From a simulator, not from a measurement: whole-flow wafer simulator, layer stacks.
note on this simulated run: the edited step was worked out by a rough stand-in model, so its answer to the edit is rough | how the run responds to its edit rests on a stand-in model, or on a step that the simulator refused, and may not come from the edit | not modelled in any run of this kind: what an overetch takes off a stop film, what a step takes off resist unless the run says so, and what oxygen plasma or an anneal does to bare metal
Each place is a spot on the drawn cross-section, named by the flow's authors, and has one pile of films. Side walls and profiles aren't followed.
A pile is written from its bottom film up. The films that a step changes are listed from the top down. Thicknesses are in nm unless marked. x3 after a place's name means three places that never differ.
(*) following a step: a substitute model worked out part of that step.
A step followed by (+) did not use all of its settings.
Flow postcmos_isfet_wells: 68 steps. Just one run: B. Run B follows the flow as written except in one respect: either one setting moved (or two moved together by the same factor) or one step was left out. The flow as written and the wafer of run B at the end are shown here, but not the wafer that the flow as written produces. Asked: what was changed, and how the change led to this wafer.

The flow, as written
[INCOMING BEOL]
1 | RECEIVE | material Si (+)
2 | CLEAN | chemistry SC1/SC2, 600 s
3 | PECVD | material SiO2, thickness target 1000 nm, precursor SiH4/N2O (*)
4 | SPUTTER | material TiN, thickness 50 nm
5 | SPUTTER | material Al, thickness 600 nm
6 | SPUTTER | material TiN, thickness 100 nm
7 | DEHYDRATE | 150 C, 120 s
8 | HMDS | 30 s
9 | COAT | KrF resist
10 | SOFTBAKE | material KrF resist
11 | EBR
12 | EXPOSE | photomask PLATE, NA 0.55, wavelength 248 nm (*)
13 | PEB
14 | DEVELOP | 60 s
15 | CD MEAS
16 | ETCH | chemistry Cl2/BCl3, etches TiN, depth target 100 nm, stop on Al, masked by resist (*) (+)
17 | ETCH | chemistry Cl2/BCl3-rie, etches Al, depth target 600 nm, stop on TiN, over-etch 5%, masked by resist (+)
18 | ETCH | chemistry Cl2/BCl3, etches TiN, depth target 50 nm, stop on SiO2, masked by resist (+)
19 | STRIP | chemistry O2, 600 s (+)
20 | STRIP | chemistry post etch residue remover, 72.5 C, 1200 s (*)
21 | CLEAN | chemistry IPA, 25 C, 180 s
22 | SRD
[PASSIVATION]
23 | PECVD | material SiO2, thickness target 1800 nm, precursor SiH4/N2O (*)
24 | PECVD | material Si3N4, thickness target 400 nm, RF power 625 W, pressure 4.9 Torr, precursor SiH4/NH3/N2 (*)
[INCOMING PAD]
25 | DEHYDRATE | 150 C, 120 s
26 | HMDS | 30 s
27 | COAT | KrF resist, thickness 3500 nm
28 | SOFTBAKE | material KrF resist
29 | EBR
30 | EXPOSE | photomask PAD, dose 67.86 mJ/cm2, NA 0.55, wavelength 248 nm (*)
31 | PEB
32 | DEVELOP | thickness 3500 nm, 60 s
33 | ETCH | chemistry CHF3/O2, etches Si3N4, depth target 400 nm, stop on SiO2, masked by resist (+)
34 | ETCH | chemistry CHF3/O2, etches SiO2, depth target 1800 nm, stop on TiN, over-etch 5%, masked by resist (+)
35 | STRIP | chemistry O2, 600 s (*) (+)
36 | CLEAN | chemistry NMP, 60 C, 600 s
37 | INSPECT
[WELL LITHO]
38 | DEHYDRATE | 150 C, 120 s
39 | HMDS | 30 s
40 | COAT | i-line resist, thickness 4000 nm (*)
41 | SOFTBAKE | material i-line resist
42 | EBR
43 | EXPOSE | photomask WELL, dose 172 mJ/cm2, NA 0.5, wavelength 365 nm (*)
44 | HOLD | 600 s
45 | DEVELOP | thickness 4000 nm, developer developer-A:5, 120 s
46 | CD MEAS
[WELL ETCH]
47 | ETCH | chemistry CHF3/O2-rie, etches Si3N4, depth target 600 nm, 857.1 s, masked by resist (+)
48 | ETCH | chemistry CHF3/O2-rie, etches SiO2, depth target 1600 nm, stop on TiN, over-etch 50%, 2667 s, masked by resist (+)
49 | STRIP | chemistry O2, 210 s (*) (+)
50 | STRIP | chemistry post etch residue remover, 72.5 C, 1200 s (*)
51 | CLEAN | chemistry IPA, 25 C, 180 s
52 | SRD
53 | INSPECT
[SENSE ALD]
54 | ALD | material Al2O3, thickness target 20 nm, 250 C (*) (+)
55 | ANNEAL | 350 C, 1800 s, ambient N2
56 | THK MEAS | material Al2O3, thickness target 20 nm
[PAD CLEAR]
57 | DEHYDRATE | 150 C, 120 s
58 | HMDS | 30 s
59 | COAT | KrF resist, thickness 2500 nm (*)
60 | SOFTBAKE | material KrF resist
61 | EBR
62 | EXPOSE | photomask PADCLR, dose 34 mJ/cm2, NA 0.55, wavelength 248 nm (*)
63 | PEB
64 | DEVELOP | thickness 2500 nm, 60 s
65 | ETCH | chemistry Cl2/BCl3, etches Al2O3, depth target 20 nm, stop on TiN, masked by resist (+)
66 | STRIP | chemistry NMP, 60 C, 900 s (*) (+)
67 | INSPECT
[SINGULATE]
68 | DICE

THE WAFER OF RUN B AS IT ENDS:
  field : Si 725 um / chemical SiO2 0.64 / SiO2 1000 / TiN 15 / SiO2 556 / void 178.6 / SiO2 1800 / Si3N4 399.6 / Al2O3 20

The reason: step 16, ETCH: depth target 77 nm was run, whereas the flow has depth target 100 nm.

Step by step, how the change led to this:
  16 | ETCH | chemistry Cl2/BCl3, etches TiN, depth target 100 nm, stop on Al, masked by resist (*) (+)
      field: TiN loses 77 (in the flow as written it would be: TiN loses 100 (all of it))
      margin, well900, well1300 x3, pad_rim, pad_clr, pad_open: KrF resist loses 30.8 (in the flow as written it would be: KrF resist loses 40)
  17 | ETCH | chemistry Cl2/BCl3-rie, etches Al, depth target 600 nm, stop on TiN, over-etch 5%, masked by resist (+)
      field: TiN loses 23 (all of it), Al loses 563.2 (in the flow as written it would be: Al loses 600 (all of it))
  18 | ETCH | chemistry Cl2/BCl3, etches TiN, depth target 50 nm, stop on SiO2, masked by resist (+)
      field: Al loses 36.8 (all of it), TiN loses 34.5 (in the flow as written it would be: TiN loses 50 (all of it))
  23 | PECVD | material SiO2, thickness target 1800 nm, precursor SiH4/N2O (*)
      field: SiO2 gains 1800 (new film), void gains 178.6 (new film), SiO2 gains 556 (new film) (in the flow as written it would be: SiO2 gains 1800 (new film), void gains 189.9 (new film), SiO2 gains 559.7)
If metal films that touch count as one body, field has 1 body; the flow as written gives 0 bodies.
